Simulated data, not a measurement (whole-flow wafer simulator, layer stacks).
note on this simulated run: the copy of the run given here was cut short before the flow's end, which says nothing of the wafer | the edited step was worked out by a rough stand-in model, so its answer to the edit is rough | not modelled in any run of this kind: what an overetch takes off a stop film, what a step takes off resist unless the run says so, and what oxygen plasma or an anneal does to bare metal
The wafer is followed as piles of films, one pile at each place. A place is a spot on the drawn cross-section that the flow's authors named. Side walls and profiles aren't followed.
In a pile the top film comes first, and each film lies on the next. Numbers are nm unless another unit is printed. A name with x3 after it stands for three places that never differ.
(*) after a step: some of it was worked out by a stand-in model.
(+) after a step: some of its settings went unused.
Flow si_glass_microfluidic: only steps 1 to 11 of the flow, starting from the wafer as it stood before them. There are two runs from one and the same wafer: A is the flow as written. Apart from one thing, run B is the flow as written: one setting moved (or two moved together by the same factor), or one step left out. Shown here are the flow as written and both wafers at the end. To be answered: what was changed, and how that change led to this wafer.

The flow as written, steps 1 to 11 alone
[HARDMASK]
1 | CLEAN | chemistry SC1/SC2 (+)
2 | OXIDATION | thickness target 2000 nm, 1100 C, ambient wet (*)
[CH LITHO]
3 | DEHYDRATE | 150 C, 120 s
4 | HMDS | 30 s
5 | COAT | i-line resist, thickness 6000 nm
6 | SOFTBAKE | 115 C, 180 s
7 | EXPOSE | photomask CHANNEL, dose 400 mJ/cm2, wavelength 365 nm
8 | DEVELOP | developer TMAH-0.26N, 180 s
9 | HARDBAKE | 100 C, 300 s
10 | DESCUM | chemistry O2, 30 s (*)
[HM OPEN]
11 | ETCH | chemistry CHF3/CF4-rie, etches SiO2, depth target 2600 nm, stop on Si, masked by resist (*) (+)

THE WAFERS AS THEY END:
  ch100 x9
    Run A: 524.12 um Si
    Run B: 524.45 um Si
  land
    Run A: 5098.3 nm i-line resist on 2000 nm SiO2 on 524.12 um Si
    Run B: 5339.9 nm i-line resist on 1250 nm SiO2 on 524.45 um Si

What caused this: step 2, OXIDATION: thickness target 1250 nm was run, though the flow has thickness target 2000 nm.
The wafer lets one read it off: land has SiO2 1250, and step 2 as written asks for 2000 nm.

Step by step, how the change led to this:
  2 | OXIDATION | thickness target 2000 nm, 1100 C, ambient wet (*)
      land, ch100 x9: A SiO2 gains 2000 (new film), chemical SiO2 loses 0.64 (all of it), Si loses 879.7 | B SiO2 gains 1250 (new film), chemical SiO2 loses 0.64 (all of it), Si loses 549.7
  11 | ETCH | chemistry CHF3/CF4-rie, etches SiO2, depth target 2600 nm, stop on Si, masked by resist (*) (+)
      ch100 x9: A SiO2 loses 2000 (all of it) | B SiO2 loses 1250 (all of it)
      land: A i-line resist loses 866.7 | B i-line resist loses 625
